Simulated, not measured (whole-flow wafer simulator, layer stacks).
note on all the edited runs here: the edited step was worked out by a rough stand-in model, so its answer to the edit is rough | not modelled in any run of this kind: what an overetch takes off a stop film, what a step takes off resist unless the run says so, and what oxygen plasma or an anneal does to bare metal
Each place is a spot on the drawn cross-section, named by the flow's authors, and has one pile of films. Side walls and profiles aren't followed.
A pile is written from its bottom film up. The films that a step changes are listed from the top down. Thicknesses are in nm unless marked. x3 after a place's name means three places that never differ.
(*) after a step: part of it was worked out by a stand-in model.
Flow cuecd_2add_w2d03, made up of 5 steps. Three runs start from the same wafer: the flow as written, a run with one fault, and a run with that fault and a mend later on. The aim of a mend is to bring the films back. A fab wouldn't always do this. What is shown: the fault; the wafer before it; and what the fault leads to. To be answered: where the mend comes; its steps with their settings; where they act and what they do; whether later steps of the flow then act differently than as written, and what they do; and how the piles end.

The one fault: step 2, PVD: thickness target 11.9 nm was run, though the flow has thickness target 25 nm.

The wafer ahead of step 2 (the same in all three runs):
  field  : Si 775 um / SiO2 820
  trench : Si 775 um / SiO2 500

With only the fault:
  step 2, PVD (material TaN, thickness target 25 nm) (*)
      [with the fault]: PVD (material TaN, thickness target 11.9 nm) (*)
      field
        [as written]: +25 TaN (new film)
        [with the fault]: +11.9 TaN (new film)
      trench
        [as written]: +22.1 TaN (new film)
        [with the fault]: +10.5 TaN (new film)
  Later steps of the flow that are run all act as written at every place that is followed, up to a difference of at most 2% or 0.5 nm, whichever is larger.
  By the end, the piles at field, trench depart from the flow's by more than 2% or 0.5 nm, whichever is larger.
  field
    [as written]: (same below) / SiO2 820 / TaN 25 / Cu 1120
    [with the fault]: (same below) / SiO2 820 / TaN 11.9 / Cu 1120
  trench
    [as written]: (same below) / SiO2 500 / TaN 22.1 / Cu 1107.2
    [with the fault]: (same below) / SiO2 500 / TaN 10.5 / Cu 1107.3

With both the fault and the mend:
  After step 2 comes the mend.
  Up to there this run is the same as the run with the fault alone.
  step 2a, PVD (material TaN, thickness target 13.1 nm) (*) (the flow's step 2, run once more with other settings)
      field
        +13.1 TaN
      trench
        +11.6 TaN
  Later steps of the flow that are run all act as written at every place that is followed.
  By the end, the piles equal the flow's at every place that both follow.
